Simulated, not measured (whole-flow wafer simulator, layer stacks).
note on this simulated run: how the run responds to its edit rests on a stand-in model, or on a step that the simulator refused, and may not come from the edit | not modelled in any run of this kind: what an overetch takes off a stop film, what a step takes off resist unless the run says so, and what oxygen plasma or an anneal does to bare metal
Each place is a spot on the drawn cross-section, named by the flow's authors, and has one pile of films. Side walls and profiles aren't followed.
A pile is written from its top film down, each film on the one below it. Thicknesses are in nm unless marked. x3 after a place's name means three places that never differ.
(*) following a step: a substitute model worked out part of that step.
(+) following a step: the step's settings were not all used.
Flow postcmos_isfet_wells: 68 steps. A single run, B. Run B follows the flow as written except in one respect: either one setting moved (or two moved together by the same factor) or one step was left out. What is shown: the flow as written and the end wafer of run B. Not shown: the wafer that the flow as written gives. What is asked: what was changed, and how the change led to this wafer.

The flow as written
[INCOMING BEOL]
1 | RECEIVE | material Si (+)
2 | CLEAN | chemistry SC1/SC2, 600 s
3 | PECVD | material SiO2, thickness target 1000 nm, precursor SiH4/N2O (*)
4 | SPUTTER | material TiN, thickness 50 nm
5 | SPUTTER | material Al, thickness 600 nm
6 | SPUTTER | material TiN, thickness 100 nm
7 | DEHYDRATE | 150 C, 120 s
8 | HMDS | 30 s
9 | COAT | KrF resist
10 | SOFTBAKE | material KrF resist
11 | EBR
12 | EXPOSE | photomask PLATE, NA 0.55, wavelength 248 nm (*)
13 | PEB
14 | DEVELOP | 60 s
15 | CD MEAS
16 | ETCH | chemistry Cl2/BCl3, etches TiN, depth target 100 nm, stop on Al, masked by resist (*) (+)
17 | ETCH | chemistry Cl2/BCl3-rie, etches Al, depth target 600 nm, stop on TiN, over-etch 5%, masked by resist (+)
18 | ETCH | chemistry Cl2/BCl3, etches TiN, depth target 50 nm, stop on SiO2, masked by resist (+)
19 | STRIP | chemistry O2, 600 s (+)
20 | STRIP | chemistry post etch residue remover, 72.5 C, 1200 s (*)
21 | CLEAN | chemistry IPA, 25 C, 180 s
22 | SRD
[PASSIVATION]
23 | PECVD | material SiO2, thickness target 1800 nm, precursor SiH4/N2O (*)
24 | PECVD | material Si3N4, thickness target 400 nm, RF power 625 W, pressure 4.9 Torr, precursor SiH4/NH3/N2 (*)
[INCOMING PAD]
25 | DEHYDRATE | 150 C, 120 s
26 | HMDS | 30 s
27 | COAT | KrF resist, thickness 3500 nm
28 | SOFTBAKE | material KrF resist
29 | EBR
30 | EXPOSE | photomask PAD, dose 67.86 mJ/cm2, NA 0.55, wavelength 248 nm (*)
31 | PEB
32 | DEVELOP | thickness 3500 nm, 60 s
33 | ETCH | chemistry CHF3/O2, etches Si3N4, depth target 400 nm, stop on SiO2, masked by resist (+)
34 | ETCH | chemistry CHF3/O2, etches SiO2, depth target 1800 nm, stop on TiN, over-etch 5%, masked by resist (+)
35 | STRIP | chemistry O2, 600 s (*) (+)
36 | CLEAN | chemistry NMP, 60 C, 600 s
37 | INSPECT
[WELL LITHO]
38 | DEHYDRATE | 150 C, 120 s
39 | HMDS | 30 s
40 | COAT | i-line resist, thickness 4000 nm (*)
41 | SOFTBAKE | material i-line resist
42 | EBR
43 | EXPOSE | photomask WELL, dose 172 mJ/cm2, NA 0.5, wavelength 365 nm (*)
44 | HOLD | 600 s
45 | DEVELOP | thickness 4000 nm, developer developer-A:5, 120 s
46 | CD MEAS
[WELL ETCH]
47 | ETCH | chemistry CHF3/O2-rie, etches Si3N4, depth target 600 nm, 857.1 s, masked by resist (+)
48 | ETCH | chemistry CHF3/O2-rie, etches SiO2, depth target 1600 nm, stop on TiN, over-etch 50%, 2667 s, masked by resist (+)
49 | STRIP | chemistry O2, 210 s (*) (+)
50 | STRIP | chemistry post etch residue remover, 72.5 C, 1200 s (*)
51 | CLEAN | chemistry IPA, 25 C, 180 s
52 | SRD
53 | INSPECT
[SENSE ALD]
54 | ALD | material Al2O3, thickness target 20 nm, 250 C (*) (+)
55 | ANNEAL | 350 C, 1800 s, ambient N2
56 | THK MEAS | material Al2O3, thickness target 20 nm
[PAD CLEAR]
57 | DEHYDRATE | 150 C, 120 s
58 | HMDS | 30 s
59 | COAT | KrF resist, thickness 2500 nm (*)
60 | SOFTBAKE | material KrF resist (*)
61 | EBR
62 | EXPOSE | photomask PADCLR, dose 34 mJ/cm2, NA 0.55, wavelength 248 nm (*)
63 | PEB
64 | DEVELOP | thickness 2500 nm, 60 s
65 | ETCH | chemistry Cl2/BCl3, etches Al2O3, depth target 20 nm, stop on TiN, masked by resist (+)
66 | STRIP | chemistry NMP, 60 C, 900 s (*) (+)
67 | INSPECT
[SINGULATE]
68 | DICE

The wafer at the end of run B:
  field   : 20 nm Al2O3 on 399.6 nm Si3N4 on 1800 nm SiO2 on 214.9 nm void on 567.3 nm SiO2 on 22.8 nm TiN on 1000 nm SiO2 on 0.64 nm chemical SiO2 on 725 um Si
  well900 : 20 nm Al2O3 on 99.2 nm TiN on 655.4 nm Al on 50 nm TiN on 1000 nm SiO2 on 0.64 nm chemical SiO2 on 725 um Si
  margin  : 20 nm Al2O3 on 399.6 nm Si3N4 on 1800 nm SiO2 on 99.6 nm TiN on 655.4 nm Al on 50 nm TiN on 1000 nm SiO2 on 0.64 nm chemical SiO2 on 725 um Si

What caused this: step 5, SPUTTER: thickness 655.4 nm was run, while the flow as written has thickness 600 nm.
The wafer itself shows it: well900 has Al 655.4, and step 5 as written asks for 600 nm.

The path from the change to this, step by step:
  5 | SPUTTER | material Al, thickness 600 nm
      field, margin, well900, well1300 x3, pad_rim, pad_clr, pad_open: Al gains 655.4 (new film) (as written it would have been: Al gains 600 (new film))
  17 | ETCH | chemistry Cl2/BCl3-rie, etches Al, depth target 600 nm, stop on TiN, over-etch 5%, masked by resist (+)
      field: Al loses 600 (as written it would have been: Al loses 600 (all of it))
  18 | ETCH | chemistry Cl2/BCl3, etches TiN, depth target 50 nm, stop on SiO2, masked by resist (+)
      field: Al loses 55.4 (all of it), TiN loses 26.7 (as written it would have been: TiN loses 50 (all of it))
  23 | PECVD | material SiO2, thickness target 1800 nm, precursor SiH4/N2O (*)
      field: SiO2 gains 1800 (new film), void gains 214.9 (new film), SiO2 gains 567.3 (new film) (as written it would have been: SiO2 gains 1800 (new film), void gains 189.9 (new film), SiO2 gains 559.7)
Taking metal films that touch as one body, field has 1 body; the flow as written gives 0 bodies.
